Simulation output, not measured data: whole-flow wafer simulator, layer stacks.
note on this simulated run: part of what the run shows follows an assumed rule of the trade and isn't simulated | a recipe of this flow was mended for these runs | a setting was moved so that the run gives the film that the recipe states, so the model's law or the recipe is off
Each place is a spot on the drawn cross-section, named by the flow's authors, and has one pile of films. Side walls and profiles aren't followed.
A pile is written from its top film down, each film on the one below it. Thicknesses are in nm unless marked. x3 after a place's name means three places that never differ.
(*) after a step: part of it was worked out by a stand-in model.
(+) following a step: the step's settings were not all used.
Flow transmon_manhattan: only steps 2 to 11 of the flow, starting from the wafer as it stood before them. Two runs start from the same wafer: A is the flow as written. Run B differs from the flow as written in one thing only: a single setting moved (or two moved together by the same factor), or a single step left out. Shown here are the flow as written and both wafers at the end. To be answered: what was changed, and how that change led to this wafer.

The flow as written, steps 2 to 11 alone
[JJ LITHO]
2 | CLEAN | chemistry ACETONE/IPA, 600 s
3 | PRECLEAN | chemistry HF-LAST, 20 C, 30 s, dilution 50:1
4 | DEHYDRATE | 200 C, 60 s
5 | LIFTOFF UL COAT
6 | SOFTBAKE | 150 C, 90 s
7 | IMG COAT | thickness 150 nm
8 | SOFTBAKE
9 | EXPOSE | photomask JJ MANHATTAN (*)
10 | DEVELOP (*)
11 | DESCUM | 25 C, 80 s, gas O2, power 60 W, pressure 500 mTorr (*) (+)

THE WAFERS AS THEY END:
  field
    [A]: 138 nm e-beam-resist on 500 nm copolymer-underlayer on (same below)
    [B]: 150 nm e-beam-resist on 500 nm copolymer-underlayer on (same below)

Cause: step 7, IMG COAT: thickness 162 nm was run, while the flow as written has thickness 150 nm.

How this came from the change, step by step:
  7 | IMG COAT | thickness 150 nm
      field, chan_a x2: A +150 e-beam-resist (new film) | B +162 e-beam-resist (new film)
  10 | DEVELOP (*)
      chan_a x2: A -150 e-beam-resist (all of it), -500 copolymer-underlayer (all of it) | B -162 e-beam-resist (all of it), -500 copolymer-underlayer (all of it)
